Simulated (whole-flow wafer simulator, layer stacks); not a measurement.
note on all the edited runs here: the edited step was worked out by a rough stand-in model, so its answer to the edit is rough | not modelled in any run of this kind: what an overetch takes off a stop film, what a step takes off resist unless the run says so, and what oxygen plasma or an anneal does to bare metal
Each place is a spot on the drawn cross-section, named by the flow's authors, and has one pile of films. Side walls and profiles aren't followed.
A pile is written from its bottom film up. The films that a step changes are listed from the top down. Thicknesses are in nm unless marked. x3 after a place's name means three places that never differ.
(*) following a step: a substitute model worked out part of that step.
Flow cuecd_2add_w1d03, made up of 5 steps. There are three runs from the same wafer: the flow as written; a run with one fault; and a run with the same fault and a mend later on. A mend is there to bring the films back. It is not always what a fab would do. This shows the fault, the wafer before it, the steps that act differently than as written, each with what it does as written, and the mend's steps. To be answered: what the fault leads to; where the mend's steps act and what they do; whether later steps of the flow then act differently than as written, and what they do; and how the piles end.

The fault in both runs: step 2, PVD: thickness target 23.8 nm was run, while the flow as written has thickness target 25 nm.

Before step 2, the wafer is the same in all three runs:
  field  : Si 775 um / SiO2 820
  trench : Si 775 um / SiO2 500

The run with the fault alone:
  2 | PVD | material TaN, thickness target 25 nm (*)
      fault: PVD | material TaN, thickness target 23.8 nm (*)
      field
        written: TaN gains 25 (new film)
        fault: TaN gains 23.8 (new film)
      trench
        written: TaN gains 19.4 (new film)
        fault: TaN gains 18.4 (new film)
  None of the later steps of the flow differs from how it acts as written, at any place that is followed, by more than 2% or 0.5 nm, whichever is larger.
  By the end, the piles at field, trench depart from the flow's by more than 2% or 0.5 nm, whichever is larger.
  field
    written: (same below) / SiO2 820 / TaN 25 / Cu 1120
    fault: (same below) / SiO2 820 / TaN 23.8 / Cu 1120
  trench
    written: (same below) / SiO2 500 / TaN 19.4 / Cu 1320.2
    fault: (same below) / SiO2 500 / TaN 18.4 / Cu 1319.9

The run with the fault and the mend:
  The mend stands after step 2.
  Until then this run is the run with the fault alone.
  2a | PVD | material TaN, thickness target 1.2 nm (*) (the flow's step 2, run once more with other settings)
      field
        TaN gains 1.2
      trench
        TaN gains 0.92
  None of the later steps of the flow acts differently than as written at any place that is followed.
  When the end is reached, the piles differ only a little from the flow's at the places that both follow, at most by 2% or 0.5 nm, whichever is larger.
